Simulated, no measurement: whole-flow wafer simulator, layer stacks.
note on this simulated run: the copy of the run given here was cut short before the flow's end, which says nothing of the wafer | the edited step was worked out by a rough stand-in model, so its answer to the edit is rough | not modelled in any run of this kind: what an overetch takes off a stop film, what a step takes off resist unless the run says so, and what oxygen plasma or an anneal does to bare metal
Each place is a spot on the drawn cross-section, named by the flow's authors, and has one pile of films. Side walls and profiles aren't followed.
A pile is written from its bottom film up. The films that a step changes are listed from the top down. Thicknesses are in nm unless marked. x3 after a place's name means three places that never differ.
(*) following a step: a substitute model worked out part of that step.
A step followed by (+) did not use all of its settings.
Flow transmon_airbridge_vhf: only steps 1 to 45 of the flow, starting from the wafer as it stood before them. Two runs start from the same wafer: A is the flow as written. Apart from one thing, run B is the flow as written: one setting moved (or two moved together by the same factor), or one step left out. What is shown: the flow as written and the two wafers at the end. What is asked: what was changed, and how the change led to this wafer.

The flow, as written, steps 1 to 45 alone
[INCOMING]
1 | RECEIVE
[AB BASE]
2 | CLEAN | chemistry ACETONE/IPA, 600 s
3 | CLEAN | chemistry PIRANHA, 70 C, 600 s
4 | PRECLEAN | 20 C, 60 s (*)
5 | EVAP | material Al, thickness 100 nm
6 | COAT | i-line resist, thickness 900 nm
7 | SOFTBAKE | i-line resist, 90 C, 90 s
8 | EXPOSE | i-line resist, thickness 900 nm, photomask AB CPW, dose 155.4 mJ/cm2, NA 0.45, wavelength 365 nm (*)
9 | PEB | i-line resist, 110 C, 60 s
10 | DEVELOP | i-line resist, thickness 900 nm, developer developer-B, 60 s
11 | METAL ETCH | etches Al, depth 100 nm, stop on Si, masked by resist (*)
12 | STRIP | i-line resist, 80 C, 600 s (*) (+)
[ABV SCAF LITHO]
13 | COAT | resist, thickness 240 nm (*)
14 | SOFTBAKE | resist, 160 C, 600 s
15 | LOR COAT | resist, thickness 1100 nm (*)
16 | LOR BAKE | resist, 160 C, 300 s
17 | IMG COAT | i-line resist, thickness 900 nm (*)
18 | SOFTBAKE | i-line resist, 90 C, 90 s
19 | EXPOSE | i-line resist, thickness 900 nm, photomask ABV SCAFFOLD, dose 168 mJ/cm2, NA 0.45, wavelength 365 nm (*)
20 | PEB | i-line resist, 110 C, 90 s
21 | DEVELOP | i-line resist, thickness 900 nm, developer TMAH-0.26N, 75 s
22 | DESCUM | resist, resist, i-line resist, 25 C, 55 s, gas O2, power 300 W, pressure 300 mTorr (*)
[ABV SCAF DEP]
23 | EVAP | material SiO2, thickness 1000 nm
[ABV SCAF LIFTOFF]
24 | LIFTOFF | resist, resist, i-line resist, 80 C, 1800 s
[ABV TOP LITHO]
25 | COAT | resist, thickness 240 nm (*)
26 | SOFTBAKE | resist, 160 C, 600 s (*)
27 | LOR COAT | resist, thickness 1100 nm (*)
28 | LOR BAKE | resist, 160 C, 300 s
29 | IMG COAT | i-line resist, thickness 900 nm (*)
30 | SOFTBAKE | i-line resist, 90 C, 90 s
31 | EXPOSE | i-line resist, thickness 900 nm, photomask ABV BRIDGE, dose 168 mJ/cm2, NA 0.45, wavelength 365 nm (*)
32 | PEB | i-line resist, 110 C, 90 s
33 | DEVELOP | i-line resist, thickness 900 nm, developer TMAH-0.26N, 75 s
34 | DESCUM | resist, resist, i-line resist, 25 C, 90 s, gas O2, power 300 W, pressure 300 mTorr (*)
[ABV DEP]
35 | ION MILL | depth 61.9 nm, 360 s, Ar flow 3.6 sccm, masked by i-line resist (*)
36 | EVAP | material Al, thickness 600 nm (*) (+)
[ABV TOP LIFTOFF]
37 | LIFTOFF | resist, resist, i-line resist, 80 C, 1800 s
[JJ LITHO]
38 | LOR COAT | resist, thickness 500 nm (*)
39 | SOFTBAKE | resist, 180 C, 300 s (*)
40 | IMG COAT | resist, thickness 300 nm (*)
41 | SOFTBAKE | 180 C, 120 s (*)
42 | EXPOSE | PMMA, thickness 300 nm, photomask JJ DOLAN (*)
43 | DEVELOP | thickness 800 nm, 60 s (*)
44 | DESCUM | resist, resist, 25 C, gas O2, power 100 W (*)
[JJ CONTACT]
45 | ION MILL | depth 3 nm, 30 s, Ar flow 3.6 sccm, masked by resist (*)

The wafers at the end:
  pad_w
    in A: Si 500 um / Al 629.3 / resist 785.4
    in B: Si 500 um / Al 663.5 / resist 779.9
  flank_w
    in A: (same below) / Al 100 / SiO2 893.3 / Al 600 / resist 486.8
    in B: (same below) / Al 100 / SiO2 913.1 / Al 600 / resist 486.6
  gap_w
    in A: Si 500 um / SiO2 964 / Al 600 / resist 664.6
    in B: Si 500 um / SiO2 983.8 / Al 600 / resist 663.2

Cause: step 35, ION MILL: depth 27.9 nm was run, while the flow as written has depth 61.9 nm; step 35, ION MILL: 162 s was run, where the flow has 360 s.

The path from the change to this, step by step:
  35 | ION MILL | depth 61.9 nm, 360 s, Ar flow 3.6 sccm, masked by i-line resist (*)
      field x3, jj_line, ground_far, trace_open_s x2, margin_s, margin_n: A i-line resist loses 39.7 | B i-line resist loses 17.9
      flank_w, gap_w, cpw_trace, gap_e, flank_e, bridge_strip: A SiO2 loses 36 | B SiO2 loses 16.2
      (as well as at 2 more places)
  37 | LIFTOFF | resist, resist, i-line resist, 80 C, 1800 s
      field x3, jj_line, trace_open_s x2: A Al loses 600 (all of it), i-line resist loses 600 (all of it), resist loses 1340 (all of it) | B Al loses 600 (all of it), i-line resist loses 621.8 (all of it), resist loses 1340 (all of it)
      margin_s, margin_n: A Al loses 600 (all of it), i-line resist loses 318.3 (all of it), resist loses 992 (all of it) | B Al loses 600 (all of it), i-line resist loses 340.1 (all of it), resist loses 992 (all of it)
      (as well as at 1 more place)
